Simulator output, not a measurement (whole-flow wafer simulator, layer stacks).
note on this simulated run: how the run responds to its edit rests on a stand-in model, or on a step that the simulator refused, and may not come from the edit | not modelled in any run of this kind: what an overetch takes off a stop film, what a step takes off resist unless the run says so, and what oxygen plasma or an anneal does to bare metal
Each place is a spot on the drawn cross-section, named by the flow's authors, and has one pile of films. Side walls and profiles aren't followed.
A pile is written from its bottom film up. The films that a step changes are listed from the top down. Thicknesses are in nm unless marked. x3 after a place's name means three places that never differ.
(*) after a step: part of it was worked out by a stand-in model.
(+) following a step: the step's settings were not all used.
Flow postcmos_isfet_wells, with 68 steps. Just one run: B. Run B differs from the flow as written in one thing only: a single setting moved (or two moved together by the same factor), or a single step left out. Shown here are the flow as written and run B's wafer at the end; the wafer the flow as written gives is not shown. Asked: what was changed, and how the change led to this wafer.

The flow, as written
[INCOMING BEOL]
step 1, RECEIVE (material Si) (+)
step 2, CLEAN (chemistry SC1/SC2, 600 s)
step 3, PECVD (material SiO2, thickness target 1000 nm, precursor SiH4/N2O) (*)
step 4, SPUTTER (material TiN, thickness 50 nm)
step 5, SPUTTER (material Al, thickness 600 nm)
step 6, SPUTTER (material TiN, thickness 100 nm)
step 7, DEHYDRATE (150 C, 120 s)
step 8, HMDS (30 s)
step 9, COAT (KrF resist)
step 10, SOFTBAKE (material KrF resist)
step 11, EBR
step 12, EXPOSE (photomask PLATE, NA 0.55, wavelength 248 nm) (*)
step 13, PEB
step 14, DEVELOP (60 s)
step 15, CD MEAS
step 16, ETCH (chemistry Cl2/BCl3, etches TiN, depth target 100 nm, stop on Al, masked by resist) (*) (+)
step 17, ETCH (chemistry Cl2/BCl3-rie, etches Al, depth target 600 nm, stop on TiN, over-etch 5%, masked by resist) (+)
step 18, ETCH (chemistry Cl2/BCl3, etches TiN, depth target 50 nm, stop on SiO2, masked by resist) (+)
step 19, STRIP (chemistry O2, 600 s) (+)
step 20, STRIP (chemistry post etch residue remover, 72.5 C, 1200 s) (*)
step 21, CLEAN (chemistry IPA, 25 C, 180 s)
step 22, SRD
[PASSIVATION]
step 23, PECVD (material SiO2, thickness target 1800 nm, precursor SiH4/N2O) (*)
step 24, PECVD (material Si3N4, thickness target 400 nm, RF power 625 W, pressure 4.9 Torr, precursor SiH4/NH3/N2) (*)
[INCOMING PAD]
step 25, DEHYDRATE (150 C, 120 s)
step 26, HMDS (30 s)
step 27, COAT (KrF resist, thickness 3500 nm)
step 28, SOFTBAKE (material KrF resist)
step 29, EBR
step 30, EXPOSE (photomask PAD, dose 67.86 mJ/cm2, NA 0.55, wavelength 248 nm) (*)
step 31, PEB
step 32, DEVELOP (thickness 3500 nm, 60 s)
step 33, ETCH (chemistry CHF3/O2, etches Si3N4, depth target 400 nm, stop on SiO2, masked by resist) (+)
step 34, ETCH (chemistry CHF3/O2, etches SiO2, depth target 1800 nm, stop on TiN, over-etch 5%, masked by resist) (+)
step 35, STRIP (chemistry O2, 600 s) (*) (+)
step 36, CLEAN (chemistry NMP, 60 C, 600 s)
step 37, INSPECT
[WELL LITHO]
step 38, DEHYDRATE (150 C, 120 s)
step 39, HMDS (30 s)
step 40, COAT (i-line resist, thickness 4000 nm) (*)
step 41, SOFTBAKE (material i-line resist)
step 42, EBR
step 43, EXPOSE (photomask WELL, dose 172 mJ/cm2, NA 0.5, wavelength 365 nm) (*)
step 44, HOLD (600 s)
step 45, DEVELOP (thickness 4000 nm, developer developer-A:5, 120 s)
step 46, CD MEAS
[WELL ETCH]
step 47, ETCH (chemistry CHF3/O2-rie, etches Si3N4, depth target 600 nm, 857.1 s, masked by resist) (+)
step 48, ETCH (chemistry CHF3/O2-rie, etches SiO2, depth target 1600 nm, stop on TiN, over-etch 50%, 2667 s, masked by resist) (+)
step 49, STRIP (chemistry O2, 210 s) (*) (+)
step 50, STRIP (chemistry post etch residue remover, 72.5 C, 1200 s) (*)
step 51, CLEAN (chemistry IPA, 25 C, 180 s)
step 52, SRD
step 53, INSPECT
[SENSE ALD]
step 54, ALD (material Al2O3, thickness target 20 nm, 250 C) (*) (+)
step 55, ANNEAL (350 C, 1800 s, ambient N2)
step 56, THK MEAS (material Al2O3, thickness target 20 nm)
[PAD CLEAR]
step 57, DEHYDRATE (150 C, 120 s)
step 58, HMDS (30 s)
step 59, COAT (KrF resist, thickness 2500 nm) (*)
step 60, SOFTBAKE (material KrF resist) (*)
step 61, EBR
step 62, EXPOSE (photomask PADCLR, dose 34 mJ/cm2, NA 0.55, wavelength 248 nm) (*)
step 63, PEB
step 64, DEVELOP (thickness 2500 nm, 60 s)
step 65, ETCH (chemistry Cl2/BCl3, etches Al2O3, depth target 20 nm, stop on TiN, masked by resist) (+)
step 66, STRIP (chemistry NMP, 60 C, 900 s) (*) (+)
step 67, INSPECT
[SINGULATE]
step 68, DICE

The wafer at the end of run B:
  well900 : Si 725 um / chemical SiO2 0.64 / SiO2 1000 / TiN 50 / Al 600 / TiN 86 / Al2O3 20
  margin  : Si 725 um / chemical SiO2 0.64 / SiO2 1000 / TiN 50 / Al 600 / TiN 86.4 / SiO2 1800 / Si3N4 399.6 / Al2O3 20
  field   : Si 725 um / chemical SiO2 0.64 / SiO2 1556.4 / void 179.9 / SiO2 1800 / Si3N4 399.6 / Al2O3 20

The reason: step 6, SPUTTER: thickness 86.8 nm was run, though the flow has thickness 100 nm.

How this came from the change, step by step:
  step 6, SPUTTER (material TiN, thickness 100 nm)
      field, margin, well900 and 6 more: +86.8 TiN (new film) (as written it would have been: +100 TiN (new film))
  step 16, ETCH (chemistry Cl2/BCl3, etches TiN, depth target 100 nm, stop on Al, masked by resist) (*) (+)
      field: -86.8 TiN (all of it) (as written it would have been: -100 TiN (all of it))
  step 23, PECVD (material SiO2, thickness target 1800 nm, precursor SiH4/N2O) (*)
      field: +1800 SiO2 (new film), +179.9 void (new film), +556.4 SiO2 (as written it would have been: +1800 SiO2 (new film), +189.9 void (new film), +559.7 SiO2)
